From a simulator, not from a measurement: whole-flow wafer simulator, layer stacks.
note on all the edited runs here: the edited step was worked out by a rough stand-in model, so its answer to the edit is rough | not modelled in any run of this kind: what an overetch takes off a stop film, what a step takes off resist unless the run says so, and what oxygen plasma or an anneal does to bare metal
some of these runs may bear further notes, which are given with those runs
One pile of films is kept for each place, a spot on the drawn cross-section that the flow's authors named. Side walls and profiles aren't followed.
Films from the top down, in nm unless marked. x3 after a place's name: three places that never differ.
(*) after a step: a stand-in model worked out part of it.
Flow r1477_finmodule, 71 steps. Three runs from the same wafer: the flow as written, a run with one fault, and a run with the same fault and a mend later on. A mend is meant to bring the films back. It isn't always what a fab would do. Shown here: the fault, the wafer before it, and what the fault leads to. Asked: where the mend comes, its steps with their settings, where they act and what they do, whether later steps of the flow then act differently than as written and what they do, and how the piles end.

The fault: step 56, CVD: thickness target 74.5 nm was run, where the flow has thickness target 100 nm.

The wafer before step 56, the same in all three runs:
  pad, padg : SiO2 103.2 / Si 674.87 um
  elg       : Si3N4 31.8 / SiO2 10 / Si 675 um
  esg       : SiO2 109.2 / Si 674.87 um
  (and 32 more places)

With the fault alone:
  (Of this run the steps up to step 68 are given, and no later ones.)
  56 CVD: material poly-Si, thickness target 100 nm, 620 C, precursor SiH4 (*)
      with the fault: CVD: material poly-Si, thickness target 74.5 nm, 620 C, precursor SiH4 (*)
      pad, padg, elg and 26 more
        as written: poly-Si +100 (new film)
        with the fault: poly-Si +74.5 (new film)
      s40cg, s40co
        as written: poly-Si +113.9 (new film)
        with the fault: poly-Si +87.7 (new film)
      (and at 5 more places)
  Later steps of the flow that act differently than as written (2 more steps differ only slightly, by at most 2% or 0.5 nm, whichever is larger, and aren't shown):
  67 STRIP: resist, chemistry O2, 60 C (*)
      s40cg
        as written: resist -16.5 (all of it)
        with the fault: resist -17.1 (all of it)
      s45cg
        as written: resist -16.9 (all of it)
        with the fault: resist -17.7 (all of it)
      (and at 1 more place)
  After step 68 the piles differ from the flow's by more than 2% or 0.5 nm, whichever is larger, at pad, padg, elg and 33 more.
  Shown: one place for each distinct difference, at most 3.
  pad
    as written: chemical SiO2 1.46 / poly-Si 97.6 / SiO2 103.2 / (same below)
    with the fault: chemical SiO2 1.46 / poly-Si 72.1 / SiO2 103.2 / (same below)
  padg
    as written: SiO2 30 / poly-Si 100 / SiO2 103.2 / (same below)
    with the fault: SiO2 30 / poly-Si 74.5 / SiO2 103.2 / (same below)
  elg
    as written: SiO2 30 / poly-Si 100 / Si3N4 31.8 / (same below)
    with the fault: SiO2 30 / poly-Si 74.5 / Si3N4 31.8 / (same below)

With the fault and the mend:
  The mend comes after step 56.
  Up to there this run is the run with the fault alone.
  56a ETCH: chemistry tmah, depth target 135.5 nm
      pad, padg, elg and 26 more
        poly-Si -74.5 (all of it)
      s40cg, s40co
        poly-Si -87.7 (all of it)
      s45cg, s45co
        poly-Si -87 (all of it)
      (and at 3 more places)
  56b CLEAN: chemistry SC1, 46 C, 45 s (*) (the flow's step 48 once more)
      s40sg_line, s45sg_line, s50sg_line, s40so_line, s45so_line, s50so_line
        SiO2 -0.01
  56c CVD: material poly-Si, thickness target 100 nm, 620 C, precursor SiH4 (*) (the flow's step 56 once more)
      pad, padg, elg and 26 more
        poly-Si +100 (new film)
      s40cg, s40co
        poly-Si +113.9 (new film)
      s45cg, s45co
        poly-Si +113.4 (new film)
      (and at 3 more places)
  No later step of the flow acts differently than as written, at any place that is followed, by more than 2% or 0.5 nm, whichever is larger.
  At the end the piles differ from the flow's only slightly at the places that both follow, by at most 2% or 0.5 nm, whichever is larger.
